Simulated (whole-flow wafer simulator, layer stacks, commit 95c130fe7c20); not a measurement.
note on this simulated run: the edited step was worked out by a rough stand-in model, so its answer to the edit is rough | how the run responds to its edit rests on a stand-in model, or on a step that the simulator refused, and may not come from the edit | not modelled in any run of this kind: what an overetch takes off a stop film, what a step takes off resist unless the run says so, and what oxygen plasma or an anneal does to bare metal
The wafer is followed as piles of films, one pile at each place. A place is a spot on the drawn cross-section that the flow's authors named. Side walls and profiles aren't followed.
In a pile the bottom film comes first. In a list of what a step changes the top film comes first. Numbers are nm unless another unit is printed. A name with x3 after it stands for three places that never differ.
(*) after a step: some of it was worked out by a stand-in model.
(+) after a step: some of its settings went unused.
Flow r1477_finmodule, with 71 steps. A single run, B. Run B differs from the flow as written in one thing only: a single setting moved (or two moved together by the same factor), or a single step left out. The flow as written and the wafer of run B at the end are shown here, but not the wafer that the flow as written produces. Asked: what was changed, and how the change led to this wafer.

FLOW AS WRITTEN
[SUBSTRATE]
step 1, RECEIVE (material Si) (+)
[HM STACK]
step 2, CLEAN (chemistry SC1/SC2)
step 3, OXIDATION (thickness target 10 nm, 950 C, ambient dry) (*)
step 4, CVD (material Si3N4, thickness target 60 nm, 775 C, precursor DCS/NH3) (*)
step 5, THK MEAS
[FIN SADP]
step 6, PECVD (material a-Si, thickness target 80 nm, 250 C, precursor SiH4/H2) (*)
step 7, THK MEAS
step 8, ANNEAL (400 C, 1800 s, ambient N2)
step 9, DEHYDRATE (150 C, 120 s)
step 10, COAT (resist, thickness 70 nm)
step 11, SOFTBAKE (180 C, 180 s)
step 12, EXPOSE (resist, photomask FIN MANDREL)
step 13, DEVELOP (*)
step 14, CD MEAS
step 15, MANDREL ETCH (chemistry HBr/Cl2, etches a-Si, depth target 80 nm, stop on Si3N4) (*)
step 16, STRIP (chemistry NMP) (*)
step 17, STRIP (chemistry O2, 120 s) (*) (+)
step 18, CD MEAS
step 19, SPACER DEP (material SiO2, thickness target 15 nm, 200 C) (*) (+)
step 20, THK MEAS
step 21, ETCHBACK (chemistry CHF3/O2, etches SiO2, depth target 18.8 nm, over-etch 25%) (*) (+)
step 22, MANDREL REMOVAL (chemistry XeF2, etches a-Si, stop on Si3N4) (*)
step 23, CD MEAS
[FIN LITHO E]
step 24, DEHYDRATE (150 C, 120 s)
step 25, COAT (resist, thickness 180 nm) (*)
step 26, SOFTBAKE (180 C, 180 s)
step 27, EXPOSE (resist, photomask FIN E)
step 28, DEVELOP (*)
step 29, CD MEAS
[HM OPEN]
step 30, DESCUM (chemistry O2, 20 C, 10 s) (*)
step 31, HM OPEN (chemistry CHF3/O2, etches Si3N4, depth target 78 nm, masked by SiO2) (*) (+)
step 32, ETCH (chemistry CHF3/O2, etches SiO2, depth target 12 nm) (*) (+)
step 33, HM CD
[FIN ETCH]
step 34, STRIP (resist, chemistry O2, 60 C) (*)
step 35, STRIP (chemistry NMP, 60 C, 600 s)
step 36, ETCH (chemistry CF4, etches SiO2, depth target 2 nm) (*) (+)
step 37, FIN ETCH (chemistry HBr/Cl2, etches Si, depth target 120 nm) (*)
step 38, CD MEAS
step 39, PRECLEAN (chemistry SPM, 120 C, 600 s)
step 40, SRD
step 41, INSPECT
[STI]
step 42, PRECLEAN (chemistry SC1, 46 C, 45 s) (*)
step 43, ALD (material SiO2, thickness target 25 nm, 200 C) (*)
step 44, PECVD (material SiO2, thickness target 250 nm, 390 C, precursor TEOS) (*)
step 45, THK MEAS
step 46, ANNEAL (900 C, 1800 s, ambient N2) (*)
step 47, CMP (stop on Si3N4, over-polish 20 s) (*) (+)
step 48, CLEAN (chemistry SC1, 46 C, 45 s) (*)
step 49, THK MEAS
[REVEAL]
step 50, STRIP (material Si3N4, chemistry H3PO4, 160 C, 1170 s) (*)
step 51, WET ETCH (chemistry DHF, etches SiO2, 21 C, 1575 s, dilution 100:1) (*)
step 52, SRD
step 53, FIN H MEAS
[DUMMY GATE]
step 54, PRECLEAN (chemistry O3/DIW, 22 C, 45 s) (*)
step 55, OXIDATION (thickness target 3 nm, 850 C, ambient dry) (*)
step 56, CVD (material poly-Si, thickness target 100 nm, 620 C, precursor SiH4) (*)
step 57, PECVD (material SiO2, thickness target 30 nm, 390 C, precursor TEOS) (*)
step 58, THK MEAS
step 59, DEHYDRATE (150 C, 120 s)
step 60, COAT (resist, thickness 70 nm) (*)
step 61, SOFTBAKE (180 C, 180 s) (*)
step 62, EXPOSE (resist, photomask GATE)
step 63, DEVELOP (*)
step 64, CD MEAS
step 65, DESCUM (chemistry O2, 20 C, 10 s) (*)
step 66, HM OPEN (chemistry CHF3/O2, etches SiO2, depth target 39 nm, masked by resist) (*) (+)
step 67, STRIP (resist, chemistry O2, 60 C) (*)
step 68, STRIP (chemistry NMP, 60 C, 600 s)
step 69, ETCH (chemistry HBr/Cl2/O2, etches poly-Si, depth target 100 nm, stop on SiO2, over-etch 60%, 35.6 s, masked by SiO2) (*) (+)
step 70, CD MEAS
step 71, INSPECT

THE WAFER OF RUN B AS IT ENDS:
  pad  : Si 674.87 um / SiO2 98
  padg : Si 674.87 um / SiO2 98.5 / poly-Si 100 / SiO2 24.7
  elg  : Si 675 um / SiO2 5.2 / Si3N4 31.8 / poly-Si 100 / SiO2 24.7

Cause: step 3, OXIDATION: thickness target 5.2 nm was run, whereas the flow has thickness target 10 nm.
The wafer itself shows it: elg has SiO2 5.2, and step 3 as written asks for 10 nm.

The path from the change to this, step by step:
  step 3, OXIDATION (thickness target 10 nm, 950 C, ambient dry) (*)
      pad, padg, elg and 33 more: SiO2 gains 5.2 (new film), chemical SiO2 loses 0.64 (all of it), Si loses 2 (it would be, as written: SiO2 gains 10 (new film), chemical SiO2 loses 0.64 (all of it), Si loses 4.12)
  step 31, HM OPEN (chemistry CHF3/O2, etches Si3N4, depth target 78 nm, masked by SiO2) (*) (+)
      s40cg, s45cg, s50cg, s40co, s45co, s50co: Si3N4 loses 60 (all of it), SiO2 loses 5.2 (all of it) (it would be, as written: Si3N4 loses 60 (all of it), SiO2 loses 9)
      pad, padg, esg and 13 more: Si3N4 loses 56.4 (all of it), SiO2 loses 5.2 (all of it) (it would be, as written: Si3N4 loses 56.4 (all of it), SiO2 loses 10 (all of it))
  step 32, ETCH (chemistry CHF3/O2, etches SiO2, depth target 12 nm) (*) (+)
      s40cg, s40co: Si loses 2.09 (it would be, as written: SiO2 loses 1 (all of it), Si loses 2.2)
      s45cg, s45co: Si loses 2.13 (it would be, as written: SiO2 loses 1 (all of it), Si loses 2.2)
      (also at 2 further places)
  step 43, ALD (material SiO2, thickness target 25 nm, 200 C) (*)
      s40cg, s45cg, s40co, s45co: SiO2 gains 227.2 (new film) (it would be, as written: SiO2 gains 232.1 (new film))
      s50cg, s50co: SiO2 gains 227.3 (new film) (it would be, as written: SiO2 gains 232.1 (new film))
      (also at 1 further place)
  step 47, CMP (stop on Si3N4, over-polish 20 s) (*) (+)
      pad, padg, e40sg and 11 more: SiO2 loses 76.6 (it would be, as written: SiO2 loses 71.8)
      eso: SiO2 loses 77.2 (it would be, as written: SiO2 loses 72.4)
  step 51, WET ETCH (chemistry DHF, etches SiO2, 21 C, 1575 s, dilution 100:1) (*)
      s40sg_line, s45sg_line, s50sg_line, s40so_line, s45so_line, s50so_line: SiO2 loses 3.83 (all of it) (it would be, as written: SiO2 loses 8.63 (all of it))
  step 56, CVD (material poly-Si, thickness target 100 nm, 620 C, precursor SiH4) (*)
      s40cg, s40co: poly-Si gains 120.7 (new film) (it would be, as written: poly-Si gains 113.9 (new film))
      s45cg, s45co: poly-Si gains 118.2 (new film) (it would be, as written: poly-Si gains 113.4 (new film))
      (also at 2 further places)
  step 60, COAT (resist, thickness 70 nm) (*)
      s40cg, s40co: resist gains 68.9 (new film) (it would be, as written: resist gains 70.6 (new film))
      s40sg, s40so: resist gains 96.1 (new film) (it would be, as written: resist gains 91 (new film))
      (also at 4 further places)
  step 63, DEVELOP (*)
      s40co: resist loses 68.9 (all of it) (it would be, as written: resist loses 70.6 (all of it))
      s40so: resist loses 96.1 (all of it) (it would be, as written: resist loses 91 (all of it))
      (also at 2 further places)
  step 67, STRIP (resist, chemistry O2, 60 C) (*)
      s40cg: resist loses 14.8 (all of it) (it would be, as written: resist loses 16.5 (all of it))
      s40sg: resist loses 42 (all of it) (it would be, as written: resist loses 36.9 (all of it))
      (also at 2 further places)
  step 69, ETCH (chemistry HBr/Cl2/O2, etches poly-Si, depth target 100 nm, stop on SiO2, over-etch 60%, 35.6 s, masked by SiO2) (*) (+)
      s40co: chemical SiO2 loses 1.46 (all of it), poly-Si loses 118.3 (all of it), SiO2 loses 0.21 (it would be, as written: chemical SiO2 loses 1.46 (all of it), poly-Si loses 111.5 (all of it), SiO2 loses 0.24)
      s45co: chemical SiO2 loses 1.46 (all of it), poly-Si loses 115.7 (all of it), SiO2 loses 0.22 (it would be, as written: chemical SiO2 loses 1.46 (all of it), poly-Si loses 110.9 (all of it), SiO2 loses 0.25)
      (also at 1 further place)
